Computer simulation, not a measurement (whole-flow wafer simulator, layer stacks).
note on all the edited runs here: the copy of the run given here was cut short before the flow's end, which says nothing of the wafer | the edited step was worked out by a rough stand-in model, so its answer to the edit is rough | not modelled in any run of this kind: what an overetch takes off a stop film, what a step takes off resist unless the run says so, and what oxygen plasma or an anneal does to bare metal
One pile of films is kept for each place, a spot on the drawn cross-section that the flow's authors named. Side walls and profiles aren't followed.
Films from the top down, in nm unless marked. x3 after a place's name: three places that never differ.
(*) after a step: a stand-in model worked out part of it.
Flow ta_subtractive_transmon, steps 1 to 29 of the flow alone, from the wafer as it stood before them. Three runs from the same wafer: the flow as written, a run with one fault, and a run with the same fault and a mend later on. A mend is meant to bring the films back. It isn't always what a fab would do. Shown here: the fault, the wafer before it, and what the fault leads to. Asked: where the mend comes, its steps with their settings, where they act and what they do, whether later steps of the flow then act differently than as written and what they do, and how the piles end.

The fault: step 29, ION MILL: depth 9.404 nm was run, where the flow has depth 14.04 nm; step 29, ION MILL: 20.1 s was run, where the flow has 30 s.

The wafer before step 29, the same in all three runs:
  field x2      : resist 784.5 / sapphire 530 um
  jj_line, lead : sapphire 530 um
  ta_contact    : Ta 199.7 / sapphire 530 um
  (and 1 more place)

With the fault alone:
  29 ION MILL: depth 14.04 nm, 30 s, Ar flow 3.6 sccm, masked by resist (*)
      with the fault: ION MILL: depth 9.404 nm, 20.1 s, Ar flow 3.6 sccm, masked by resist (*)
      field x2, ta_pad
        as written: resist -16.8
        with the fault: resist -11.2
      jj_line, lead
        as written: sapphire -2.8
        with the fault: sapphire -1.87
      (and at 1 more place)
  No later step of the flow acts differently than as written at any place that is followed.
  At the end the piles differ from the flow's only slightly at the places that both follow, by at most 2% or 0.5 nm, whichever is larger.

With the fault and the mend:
  The mend comes after step 29.
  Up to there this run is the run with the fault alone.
  29a ION MILL: depth 4.632 nm, 9.9 s, Ar flow 3.6 sccm, masked by resist (*) (the flow's step 29 once more, with other settings)
      field x2, ta_pad
        resist -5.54
      jj_line, lead
        sapphire -0.92
      ta_contact
        Ta -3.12
  No later step of the flow acts differently than as written at any place that is followed.
  At the end the piles are the same as the flow's at every place that both follow.
